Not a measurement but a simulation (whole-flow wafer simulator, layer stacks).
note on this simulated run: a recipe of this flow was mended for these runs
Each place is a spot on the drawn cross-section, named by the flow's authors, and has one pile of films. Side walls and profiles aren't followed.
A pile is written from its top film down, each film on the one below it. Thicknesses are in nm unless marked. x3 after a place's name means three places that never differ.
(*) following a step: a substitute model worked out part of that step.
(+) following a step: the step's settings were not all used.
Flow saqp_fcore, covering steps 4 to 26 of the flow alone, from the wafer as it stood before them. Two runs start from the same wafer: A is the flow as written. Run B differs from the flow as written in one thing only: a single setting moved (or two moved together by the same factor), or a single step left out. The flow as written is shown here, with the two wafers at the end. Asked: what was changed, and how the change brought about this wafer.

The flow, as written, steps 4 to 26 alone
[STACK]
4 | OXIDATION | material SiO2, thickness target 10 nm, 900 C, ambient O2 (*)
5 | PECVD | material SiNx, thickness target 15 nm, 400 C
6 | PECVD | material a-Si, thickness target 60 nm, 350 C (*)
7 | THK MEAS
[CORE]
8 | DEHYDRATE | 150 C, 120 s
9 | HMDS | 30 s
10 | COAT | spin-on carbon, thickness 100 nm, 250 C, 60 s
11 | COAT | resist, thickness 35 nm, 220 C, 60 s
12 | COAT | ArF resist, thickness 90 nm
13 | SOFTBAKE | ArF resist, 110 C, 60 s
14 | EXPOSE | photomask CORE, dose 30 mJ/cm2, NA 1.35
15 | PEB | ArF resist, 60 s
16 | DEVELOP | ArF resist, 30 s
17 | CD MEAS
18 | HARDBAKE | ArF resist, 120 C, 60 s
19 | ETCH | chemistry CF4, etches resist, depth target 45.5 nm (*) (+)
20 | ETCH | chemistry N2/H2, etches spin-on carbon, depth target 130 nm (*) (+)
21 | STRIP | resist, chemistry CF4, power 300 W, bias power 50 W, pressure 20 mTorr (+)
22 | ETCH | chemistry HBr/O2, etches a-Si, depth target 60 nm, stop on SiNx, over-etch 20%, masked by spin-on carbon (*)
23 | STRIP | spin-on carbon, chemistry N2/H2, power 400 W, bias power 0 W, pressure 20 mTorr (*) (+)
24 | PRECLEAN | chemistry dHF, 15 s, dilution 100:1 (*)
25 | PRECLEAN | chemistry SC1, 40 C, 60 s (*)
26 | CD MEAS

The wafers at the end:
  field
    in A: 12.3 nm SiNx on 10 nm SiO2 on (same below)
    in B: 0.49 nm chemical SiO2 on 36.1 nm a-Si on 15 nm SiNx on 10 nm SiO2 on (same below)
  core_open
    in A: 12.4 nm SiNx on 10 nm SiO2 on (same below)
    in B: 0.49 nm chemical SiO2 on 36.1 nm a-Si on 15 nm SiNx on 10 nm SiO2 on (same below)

The reason: step 20, ETCH: depth target 83.2 nm was run, while the flow as written has depth target 130 nm.

How this came from the change, step by step:
  20 | ETCH | chemistry N2/H2, etches spin-on carbon, depth target 130 nm (*) (+)
      field, core_open: A spin-on carbon loses 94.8 (all of it), a-Si loses 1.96 | B spin-on carbon loses 83.2
      core_line: A ArF resist loses 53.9 (all of it), resist loses 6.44 | B ArF resist loses 53.9 (all of it), resist loses 3.32
  21 | STRIP | resist, chemistry CF4, power 300 W, bias power 50 W, pressure 20 mTorr (+)
      field: A a-Si loses 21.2 | B nothing
      core_open: A a-Si loses 18.7 | B nothing
      (also at 1 further place)
  22 | ETCH | chemistry HBr/O2, etches a-Si, depth target 60 nm, stop on SiNx, over-etch 20%, masked by spin-on carbon (*)
      field: A a-Si loses 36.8 (all of it), SiNx loses 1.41 | B spin-on carbon loses 11.6 (all of it), a-Si loses 23.2
      core_open: A a-Si loses 39.4 (all of it), SiNx loses 1.3 | B spin-on carbon loses 11.6 (all of it), a-Si loses 23.2
      (also at 1 further place)
  23 | STRIP | spin-on carbon, chemistry N2/H2, power 400 W, bias power 0 W, pressure 20 mTorr (*) (+)
      core_line: A spin-on carbon loses 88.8 (all of it) | B spin-on carbon loses 83.8 (all of it)
  24 | PRECLEAN | chemistry dHF, 15 s, dilution 100:1 (*)
      field, core_open: A SiNx loses 1.31 | B nothing
  25 | PRECLEAN | chemistry SC1, 40 C, 60 s (*)
      field, core_open: A nothing | B chemical SiO2 gains 0.49 (new film), a-Si loses 0.7
